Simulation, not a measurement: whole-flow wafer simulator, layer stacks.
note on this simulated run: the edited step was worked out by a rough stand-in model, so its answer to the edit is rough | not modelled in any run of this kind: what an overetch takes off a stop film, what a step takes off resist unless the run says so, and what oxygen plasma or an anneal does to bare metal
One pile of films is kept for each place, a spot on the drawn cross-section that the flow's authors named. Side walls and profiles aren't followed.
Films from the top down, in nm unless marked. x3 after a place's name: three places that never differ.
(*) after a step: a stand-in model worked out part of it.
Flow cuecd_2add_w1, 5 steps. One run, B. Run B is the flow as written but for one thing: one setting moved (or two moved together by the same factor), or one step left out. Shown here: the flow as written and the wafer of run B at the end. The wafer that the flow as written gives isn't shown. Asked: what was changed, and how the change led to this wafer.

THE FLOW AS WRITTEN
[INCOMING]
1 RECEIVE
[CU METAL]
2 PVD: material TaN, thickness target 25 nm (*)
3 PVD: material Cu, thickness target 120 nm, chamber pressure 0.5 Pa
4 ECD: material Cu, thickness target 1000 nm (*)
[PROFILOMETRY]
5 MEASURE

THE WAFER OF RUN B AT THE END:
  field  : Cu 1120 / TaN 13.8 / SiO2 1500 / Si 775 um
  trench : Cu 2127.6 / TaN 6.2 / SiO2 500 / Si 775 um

The cause: step 2, PVD: thickness target 13.8 nm was run, where the flow has thickness target 25 nm.
It can be read off the wafer: field has TaN 13.8, and step 2 as written asks for 25 nm.

How the change led to this, step by step:
  2 PVD: material TaN, thickness target 25 nm (*)
      field: TaN +13.8 (new film) (as written it would be: TaN +25 (new film))
      trench: TaN +6.2 (new film) (as written it would be: TaN +11.2 (new film))
